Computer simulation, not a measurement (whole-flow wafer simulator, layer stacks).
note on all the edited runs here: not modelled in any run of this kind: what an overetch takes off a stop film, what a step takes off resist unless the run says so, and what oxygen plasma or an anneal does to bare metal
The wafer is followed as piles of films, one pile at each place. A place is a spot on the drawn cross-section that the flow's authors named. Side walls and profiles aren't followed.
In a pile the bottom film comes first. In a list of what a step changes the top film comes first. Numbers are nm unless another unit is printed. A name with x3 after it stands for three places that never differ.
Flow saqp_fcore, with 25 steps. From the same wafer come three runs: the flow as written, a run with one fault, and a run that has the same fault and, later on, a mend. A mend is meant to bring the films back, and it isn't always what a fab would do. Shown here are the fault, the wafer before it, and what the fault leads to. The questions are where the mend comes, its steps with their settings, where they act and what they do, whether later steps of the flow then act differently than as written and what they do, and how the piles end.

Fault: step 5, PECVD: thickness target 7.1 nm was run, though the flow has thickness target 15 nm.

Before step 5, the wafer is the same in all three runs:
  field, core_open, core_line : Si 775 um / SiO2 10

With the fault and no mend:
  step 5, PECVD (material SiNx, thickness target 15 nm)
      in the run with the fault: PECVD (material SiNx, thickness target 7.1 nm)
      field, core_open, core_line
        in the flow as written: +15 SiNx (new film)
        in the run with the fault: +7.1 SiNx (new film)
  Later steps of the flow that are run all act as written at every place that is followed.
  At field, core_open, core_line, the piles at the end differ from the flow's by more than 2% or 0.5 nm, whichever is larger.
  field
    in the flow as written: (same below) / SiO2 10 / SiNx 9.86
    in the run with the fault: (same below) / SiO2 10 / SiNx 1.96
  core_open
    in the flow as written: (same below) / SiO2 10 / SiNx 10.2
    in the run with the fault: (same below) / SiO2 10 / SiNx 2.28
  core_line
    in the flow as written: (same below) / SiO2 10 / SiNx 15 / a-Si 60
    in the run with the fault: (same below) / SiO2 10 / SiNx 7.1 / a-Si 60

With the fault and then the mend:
  After step 5 comes the mend.
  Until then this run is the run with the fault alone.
  step 5a, PECVD (material SiNx, thickness target 7.9 nm) (the flow's step 5, run once more with other settings)
      field, core_open, core_line
        +7.9 SiNx
  Later steps of the flow that are run all act as written at every place that is followed.
  By the end, the piles equal the flow's at every place that both follow.
